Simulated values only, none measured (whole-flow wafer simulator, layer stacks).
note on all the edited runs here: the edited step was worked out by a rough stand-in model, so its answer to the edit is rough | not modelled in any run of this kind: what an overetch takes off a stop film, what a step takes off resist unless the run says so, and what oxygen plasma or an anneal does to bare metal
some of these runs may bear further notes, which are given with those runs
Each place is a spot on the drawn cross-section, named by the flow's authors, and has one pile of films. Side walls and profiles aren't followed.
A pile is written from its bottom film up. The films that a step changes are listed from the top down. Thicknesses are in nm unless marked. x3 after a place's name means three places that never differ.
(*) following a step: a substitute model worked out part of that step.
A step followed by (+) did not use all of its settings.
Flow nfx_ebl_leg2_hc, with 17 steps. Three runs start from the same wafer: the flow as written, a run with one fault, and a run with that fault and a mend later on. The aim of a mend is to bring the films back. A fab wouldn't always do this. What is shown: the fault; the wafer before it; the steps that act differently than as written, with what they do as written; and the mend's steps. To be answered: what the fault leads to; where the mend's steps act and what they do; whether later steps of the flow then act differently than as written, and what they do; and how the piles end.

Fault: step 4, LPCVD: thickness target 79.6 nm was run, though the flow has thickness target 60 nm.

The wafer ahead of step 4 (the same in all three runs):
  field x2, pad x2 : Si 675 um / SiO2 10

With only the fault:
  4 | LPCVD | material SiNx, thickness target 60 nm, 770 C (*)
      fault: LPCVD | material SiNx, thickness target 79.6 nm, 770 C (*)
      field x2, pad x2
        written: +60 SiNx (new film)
        fault: +79.6 SiNx (new film)
  Later steps of the flow acting differently than as written:
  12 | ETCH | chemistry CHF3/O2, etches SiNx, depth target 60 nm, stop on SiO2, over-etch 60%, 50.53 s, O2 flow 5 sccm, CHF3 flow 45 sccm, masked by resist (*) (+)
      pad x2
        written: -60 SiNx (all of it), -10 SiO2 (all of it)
        fault: -79.6 SiNx (all of it), -8.2 SiO2
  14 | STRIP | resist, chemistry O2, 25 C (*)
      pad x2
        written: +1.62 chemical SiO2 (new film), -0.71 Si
        fault: nothing
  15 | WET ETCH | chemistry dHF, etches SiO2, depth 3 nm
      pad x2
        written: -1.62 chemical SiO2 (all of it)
        fault: -1.8 SiO2 (all of it)
  At field x2, the piles at the end differ from the flow's by more than 2% or 0.5 nm, whichever is larger.
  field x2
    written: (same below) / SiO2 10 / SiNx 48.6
    fault: (same below) / SiO2 10 / SiNx 68.2

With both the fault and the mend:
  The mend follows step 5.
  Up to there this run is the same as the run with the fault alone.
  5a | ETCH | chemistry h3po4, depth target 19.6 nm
      field x2, pad x2
        -19.6 SiNx
  Every later step of the flow that is run acts as written at every place that is followed.
  At every place that both follow, the piles at the end match the flow's.
